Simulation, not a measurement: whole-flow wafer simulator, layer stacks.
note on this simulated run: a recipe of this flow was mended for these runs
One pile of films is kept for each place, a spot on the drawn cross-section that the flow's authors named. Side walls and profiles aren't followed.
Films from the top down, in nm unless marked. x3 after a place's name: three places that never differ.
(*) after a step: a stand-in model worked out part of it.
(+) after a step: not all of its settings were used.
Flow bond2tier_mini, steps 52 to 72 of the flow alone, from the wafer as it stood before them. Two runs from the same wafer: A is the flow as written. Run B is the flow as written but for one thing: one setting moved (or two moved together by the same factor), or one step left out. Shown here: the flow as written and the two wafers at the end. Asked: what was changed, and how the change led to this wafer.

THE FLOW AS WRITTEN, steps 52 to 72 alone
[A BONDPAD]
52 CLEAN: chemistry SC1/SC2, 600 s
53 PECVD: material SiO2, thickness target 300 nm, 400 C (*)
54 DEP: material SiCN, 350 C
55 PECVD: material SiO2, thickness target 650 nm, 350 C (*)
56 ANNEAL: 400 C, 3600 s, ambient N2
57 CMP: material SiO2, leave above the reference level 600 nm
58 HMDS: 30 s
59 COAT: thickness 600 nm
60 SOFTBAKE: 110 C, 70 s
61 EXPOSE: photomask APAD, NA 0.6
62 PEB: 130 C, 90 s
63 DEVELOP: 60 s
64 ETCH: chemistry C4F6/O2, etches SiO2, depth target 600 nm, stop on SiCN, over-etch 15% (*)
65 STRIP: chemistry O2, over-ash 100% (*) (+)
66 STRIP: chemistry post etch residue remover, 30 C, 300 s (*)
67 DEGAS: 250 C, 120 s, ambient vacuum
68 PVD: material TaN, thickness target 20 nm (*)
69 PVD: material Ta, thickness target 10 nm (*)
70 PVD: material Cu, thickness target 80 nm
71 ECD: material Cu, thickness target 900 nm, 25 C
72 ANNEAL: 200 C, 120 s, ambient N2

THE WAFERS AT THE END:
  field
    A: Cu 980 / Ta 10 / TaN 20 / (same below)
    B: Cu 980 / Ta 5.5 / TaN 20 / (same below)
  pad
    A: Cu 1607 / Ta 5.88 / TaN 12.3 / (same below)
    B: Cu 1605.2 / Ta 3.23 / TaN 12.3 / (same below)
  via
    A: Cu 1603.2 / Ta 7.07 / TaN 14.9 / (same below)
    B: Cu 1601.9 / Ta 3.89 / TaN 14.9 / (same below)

The cause: step 69, PVD: thickness target 5.5 nm was run, where the flow has thickness target 10 nm.
It can be read off the wafer: field has Ta 5.5, and step 69 as written asks for 10 nm.

How the change led to this, step by step:
  69 PVD: material Ta, thickness target 10 nm (*)
      field: A Ta +10 (new film) | B Ta +5.5 (new film)
      pad: A Ta +5.88 (new film) | B Ta +3.23 (new film)
      (and at 1 more place)
